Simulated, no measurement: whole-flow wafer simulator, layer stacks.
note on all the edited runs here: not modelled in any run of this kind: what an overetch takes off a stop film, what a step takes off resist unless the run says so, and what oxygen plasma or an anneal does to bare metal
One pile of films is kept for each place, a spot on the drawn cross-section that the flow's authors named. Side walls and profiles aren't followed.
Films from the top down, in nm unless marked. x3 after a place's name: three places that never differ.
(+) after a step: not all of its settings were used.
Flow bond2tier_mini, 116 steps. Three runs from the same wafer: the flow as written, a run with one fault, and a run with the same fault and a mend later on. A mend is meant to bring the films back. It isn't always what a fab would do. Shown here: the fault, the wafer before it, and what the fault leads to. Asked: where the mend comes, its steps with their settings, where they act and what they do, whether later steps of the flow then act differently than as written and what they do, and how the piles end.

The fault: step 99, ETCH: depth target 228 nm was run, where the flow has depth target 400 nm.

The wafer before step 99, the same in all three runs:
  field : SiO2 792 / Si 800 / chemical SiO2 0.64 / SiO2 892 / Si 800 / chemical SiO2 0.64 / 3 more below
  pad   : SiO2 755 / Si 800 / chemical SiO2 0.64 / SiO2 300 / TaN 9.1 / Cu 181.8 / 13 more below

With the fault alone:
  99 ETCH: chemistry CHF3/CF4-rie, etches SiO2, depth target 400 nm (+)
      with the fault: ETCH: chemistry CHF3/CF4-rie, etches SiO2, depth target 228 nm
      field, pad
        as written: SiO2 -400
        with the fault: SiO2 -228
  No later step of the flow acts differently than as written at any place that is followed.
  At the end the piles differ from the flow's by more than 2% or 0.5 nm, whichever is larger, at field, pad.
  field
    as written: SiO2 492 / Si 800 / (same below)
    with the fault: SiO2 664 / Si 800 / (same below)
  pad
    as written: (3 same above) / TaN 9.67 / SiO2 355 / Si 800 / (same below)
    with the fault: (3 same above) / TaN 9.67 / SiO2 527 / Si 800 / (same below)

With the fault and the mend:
  The mend comes after step 99.
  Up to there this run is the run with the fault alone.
  99a ETCH: chemistry CHF3/CF4-rie, etches SiO2, depth target 172 nm (+) (the flow's step 99 once more, with other settings)
      field, pad
        SiO2 -172
  No later step of the flow acts differently than as written at any place that is followed.
  At the end the piles are the same as the flow's at every place that both follow.
